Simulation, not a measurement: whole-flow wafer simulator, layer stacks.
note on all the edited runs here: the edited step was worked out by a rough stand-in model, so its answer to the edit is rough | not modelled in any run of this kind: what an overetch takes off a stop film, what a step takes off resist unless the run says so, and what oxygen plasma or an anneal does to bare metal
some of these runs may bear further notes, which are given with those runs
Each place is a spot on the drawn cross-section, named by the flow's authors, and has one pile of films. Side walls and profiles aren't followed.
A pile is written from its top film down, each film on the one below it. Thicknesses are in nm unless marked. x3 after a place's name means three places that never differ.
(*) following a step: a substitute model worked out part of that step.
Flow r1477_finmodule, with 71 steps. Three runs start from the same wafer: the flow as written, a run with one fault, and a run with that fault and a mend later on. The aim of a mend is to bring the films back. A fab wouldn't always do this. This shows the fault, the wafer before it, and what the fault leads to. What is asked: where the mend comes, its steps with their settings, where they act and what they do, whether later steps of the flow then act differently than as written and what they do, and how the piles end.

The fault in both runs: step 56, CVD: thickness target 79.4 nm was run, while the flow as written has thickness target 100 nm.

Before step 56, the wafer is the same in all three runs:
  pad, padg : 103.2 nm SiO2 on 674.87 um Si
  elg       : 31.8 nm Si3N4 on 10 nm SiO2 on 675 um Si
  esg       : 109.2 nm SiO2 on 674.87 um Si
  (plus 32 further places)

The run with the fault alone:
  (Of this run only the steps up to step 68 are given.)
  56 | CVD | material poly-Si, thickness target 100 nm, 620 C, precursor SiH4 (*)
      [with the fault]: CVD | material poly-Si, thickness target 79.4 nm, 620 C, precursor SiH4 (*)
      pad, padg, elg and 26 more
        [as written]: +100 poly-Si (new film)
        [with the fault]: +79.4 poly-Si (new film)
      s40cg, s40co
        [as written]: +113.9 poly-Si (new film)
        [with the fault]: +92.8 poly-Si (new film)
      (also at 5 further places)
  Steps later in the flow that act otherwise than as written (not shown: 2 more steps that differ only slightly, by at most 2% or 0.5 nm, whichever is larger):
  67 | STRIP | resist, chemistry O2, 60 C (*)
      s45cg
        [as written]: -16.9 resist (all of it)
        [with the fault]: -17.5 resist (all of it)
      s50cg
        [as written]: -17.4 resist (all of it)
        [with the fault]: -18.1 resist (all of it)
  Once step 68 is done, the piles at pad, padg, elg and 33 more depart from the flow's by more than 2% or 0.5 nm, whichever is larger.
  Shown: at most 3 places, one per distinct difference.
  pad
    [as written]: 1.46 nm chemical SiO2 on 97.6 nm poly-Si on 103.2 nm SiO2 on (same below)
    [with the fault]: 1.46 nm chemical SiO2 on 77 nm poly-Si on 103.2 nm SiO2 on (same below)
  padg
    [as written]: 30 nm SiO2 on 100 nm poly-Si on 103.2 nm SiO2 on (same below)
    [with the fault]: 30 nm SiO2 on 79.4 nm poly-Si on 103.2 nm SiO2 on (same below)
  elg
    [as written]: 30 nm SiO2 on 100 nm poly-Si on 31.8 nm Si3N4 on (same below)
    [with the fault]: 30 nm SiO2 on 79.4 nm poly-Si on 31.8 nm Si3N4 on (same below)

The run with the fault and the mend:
  The mend follows step 56.
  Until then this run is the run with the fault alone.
  56a | ETCH | chemistry tmah, depth target 143.9 nm
      pad, padg, elg and 26 more
        -79.4 poly-Si (all of it)
      s40cg, s40co
        -92.8 poly-Si (all of it)
      s45cg, s45co
        -92.1 poly-Si (all of it)
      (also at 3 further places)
  56b | CLEAN | chemistry SC1, 46 C, 45 s (*) (the flow's step 48, run once more)
      s40sg_line, s45sg_line, s50sg_line, s40so_line, s45so_line, s50so_line
        -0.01 SiO2
  56c | CVD | material poly-Si, thickness target 100 nm, 620 C, precursor SiH4 (*) (the flow's step 56, run once more)
      pad, padg, elg and 26 more
        +100 poly-Si (new film)
      s40cg, s40co
        +113.9 poly-Si (new film)
      s45cg, s45co
        +113.4 poly-Si (new film)
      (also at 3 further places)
  None of the later steps of the flow differs from how it acts as written, at any place that is followed, by more than 2% or 0.5 nm, whichever is larger.
  When the end is reached, the piles differ only a little from the flow's at the places that both follow, at most by 2% or 0.5 nm, whichever is larger.
